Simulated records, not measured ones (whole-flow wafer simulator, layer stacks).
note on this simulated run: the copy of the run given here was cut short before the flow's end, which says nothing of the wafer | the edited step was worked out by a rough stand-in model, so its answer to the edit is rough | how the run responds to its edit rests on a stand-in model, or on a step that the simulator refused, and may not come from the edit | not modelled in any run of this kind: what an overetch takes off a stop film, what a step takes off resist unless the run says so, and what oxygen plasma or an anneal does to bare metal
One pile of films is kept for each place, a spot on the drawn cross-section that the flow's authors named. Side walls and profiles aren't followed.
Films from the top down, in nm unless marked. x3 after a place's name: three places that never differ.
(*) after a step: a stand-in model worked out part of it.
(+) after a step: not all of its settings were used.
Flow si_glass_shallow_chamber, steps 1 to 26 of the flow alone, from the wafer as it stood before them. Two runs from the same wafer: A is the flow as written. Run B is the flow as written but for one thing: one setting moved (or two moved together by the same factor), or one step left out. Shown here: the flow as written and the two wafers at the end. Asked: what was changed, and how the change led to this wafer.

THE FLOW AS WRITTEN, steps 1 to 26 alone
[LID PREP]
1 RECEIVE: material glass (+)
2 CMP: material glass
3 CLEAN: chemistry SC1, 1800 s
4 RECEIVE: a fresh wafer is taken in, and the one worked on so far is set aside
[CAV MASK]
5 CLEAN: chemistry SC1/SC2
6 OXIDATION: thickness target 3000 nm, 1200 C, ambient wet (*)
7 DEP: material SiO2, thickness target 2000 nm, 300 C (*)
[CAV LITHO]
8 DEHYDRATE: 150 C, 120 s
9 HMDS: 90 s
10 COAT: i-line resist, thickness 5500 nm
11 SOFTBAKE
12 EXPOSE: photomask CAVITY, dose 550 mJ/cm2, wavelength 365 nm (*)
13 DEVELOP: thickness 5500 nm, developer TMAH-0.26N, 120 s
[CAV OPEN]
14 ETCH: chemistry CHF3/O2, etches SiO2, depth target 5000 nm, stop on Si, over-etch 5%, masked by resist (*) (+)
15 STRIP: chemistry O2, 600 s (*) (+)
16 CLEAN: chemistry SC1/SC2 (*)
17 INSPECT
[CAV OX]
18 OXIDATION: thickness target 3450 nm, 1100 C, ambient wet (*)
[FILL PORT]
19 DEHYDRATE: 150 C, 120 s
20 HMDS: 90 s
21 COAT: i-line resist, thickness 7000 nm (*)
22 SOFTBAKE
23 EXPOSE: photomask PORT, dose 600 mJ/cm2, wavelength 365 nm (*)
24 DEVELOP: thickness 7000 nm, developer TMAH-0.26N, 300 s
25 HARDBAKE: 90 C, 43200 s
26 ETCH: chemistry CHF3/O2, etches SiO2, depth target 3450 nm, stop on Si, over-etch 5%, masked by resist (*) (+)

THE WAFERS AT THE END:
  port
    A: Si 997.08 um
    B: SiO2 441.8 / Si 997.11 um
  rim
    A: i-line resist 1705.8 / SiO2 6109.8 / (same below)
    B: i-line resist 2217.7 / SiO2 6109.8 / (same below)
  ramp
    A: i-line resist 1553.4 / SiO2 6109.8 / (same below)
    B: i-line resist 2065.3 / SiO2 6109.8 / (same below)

The cause: step 26, ETCH: depth target 2865 nm was run, where the flow has depth target 3450 nm.

How the change led to this, step by step:
  26 ETCH: chemistry CHF3/O2, etches SiO2, depth target 3450 nm, stop on Si, over-etch 5%, masked by resist (*) (+)
      port: A SiO2 -3450 (all of it), Si -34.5 | B SiO2 -3008.2
      rim, ramp, cav, ring: A i-line resist -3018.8 | B i-line resist -2506.9
      (and at 1 more place)
